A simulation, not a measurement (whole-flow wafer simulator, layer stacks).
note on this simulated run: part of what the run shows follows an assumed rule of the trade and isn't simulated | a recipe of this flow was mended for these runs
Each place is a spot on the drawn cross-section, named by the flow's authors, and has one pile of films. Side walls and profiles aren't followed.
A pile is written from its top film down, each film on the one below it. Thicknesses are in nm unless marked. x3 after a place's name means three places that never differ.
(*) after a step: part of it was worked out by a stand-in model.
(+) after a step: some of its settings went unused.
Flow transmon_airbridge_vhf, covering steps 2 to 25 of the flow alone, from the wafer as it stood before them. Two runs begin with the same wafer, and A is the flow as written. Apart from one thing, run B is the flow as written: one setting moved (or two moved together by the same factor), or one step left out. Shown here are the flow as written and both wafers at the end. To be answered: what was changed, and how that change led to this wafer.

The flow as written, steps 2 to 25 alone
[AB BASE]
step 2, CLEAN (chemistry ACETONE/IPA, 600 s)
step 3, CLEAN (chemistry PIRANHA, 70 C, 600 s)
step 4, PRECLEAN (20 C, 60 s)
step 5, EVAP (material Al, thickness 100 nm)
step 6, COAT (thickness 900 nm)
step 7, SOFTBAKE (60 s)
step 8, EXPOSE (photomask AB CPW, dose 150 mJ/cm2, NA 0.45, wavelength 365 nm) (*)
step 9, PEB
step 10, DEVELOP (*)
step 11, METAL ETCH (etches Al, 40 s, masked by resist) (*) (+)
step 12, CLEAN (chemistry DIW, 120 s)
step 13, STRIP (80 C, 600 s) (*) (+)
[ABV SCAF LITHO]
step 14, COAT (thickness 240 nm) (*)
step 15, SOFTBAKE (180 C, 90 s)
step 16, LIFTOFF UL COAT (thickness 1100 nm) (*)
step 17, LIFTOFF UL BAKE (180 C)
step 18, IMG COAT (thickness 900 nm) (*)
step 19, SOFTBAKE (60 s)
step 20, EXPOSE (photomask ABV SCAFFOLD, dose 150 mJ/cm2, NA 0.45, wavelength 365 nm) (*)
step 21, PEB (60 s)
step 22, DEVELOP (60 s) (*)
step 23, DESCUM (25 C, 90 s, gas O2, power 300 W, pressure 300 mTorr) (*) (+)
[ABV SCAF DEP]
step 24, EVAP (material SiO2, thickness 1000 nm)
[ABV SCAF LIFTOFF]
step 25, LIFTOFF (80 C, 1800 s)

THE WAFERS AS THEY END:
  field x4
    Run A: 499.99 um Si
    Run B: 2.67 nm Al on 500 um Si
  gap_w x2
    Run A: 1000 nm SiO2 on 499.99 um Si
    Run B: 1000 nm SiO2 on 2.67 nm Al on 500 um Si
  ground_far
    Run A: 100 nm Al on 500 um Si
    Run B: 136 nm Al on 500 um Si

The reason: step 5, EVAP: thickness 136 nm was run, while the flow as written has thickness 100 nm.
The wafer lets one read it off: ground_far has Al 136, and step 5 as written asks for 100 nm.

Step by step, how the change led to this:
  step 5, EVAP (material Al, thickness 100 nm)
      field x4, ground_far, pad_w x2, flank_w x2, gap_w x2, cpw_trace, trace_open_s x2, margin_s x3: A Al gains 100 (new film) | B Al gains 136 (new film)
  step 11, METAL ETCH (etches Al, 40 s, masked by resist) (*) (+)
      field x4, gap_w x2: A Al loses 86.7 (all of it), Si loses 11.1 | B Al loses 120
With metal films that touch counted as one body, field x4 has 1 body; the flow as written gives 0 bodies.
With metal films that touch counted as one body, gap_w x2 has 1 body; the flow as written gives 0 bodies.
